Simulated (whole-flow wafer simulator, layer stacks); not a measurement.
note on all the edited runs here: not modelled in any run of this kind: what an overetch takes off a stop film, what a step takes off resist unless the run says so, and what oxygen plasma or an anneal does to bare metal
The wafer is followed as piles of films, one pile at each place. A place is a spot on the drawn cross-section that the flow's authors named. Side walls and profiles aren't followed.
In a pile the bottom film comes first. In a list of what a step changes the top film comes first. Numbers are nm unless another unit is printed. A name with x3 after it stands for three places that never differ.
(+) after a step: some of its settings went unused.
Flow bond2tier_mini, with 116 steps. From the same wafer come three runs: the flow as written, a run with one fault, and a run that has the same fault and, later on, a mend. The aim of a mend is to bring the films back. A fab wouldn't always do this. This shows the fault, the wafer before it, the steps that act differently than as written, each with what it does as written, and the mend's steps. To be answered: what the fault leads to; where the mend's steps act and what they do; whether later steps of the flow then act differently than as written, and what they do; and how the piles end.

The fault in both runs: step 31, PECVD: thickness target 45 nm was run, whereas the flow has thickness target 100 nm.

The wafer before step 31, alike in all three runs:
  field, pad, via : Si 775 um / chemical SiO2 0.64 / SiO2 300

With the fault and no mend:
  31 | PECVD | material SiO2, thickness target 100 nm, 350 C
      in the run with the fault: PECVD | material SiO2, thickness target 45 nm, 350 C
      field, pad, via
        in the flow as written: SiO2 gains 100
        in the run with the fault: SiO2 gains 45
  Later steps of the flow that are run all act as written at every place that is followed.
  At field, pad, the piles at the end differ from the flow's by more than 2% or 0.5 nm, whichever is larger.
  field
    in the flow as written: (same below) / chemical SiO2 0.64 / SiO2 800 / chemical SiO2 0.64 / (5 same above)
    in the run with the fault: (same below) / chemical SiO2 0.64 / SiO2 745 / chemical SiO2 0.64 / (5 same above)
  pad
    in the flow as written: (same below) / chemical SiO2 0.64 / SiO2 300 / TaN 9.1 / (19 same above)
    in the run with the fault: (same below) / chemical SiO2 0.64 / SiO2 245 / TaN 9.1 / (19 same above)

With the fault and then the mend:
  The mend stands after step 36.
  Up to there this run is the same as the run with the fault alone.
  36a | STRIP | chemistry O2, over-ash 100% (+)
      field
        KrF resist loses 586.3 (all of it)
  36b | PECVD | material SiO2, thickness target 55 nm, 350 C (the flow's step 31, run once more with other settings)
      field, pad, via
        SiO2 gains 55
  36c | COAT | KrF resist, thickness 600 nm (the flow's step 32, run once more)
      field, pad, via
        KrF resist gains 600 (new film)
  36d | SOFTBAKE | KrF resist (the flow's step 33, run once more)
      does not change any film at any place that is followed
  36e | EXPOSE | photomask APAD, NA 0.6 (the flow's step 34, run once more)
      does not change any film at any place that is followed
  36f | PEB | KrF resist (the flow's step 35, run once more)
      does not change any film at any place that is followed
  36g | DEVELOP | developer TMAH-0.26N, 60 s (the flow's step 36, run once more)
      pad, via
        KrF resist loses 600 (all of it)
      field
        KrF resist loses 13.7
  Later steps of the flow that are run all act as written at every place that is followed.
  By the end, the piles equal the flow's at every place that both follow.
